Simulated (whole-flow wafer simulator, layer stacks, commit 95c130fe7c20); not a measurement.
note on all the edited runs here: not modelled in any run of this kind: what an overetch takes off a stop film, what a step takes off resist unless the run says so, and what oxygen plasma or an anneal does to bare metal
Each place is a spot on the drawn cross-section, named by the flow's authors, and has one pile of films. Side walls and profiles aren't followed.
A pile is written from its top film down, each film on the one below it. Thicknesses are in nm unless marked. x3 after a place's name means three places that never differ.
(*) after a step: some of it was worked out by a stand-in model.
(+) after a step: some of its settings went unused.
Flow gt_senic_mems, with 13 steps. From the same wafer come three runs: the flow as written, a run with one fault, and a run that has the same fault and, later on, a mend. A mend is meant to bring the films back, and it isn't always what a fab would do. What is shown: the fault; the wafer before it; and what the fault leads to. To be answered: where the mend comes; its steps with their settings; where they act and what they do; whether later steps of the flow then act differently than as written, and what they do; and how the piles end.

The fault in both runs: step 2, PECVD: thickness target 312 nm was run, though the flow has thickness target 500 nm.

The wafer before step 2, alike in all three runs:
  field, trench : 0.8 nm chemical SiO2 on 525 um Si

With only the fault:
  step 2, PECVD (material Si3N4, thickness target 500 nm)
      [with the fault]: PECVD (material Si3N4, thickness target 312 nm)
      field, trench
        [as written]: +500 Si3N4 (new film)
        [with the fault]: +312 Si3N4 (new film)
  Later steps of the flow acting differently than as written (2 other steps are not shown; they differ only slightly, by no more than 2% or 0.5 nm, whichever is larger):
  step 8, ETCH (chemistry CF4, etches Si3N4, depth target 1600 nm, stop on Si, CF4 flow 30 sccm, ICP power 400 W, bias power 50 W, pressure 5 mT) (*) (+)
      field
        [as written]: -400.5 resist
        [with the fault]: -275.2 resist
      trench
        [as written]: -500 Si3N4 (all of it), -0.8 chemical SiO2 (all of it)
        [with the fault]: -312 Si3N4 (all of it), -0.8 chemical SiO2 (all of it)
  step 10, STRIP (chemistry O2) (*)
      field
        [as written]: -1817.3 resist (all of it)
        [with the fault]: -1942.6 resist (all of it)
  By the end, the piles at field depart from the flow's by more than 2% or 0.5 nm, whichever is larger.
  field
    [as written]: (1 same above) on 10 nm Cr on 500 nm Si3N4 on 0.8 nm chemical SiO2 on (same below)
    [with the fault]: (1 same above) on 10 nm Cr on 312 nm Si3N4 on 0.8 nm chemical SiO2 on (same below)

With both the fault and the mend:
  The mend follows step 2.
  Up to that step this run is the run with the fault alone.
  step 2a, PECVD (material Si3N4, thickness target 188 nm) (the flow's step 2 again, with other settings)
      field, trench
        +188 Si3N4
  Every later step of the flow that is run acts as written at every place that is followed.
  At every place that both follow, the piles at the end match the flow's.
